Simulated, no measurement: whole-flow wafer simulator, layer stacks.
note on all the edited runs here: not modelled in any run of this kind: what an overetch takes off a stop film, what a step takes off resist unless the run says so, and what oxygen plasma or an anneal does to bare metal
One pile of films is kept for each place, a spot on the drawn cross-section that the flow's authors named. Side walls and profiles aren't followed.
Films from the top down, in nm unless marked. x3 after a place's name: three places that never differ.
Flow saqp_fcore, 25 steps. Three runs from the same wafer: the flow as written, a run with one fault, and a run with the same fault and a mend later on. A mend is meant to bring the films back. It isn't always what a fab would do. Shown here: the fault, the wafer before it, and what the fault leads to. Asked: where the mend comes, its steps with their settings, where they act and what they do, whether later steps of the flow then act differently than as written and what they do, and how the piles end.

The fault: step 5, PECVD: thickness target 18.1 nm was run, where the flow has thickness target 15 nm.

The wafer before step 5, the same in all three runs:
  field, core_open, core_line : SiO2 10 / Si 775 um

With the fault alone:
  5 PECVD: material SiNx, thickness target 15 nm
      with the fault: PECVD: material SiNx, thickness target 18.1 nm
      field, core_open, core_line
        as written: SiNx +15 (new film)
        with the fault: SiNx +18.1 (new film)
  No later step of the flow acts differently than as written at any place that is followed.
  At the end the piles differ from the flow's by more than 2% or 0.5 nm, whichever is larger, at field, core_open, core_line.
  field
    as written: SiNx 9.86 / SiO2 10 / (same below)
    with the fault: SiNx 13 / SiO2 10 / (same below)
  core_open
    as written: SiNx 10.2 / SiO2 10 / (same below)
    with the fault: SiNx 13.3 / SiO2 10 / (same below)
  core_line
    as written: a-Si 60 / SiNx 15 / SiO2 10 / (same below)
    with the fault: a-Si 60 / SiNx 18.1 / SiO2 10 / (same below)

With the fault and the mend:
  The mend comes after step 5.
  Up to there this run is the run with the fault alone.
  5a ETCH: chemistry h3po4, depth target 3.1 nm
      field, core_open, core_line
        SiNx -3.1
  No later step of the flow acts differently than as written at any place that is followed.
  At the end the piles are the same as the flow's at every place that both follow.
